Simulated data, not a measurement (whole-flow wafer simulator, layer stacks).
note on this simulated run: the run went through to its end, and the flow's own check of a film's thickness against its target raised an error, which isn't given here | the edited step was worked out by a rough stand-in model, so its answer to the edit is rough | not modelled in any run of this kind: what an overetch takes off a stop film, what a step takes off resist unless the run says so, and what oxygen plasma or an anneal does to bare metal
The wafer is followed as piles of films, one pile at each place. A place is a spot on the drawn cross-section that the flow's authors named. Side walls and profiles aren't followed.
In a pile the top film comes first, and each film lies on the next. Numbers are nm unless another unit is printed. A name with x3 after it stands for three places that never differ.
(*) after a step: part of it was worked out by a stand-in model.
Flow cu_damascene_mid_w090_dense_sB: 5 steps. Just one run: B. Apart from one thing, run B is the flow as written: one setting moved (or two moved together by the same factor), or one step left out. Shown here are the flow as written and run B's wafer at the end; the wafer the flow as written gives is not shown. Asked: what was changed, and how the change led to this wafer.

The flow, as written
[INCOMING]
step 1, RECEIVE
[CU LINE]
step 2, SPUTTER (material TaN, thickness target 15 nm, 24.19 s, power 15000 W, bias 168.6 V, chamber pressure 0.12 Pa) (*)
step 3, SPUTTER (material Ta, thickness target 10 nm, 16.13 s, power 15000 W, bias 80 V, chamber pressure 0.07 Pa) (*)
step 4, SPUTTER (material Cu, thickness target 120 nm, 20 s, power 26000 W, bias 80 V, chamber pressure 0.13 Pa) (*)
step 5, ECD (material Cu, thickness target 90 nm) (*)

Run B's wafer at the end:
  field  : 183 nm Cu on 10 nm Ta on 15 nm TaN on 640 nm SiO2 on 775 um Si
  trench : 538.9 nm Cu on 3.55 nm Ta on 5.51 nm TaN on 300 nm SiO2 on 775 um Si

The reason: step 5, ECD: thickness target 63 nm was run, whereas the flow has thickness target 90 nm.

The path from the change to this, step by step:
  step 5, ECD (material Cu, thickness target 90 nm) (*)
      field: Cu gains 63 (as written it would have been: Cu gains 90)
      trench: Cu gains 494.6 (as written it would have been: Cu gains 521.6)
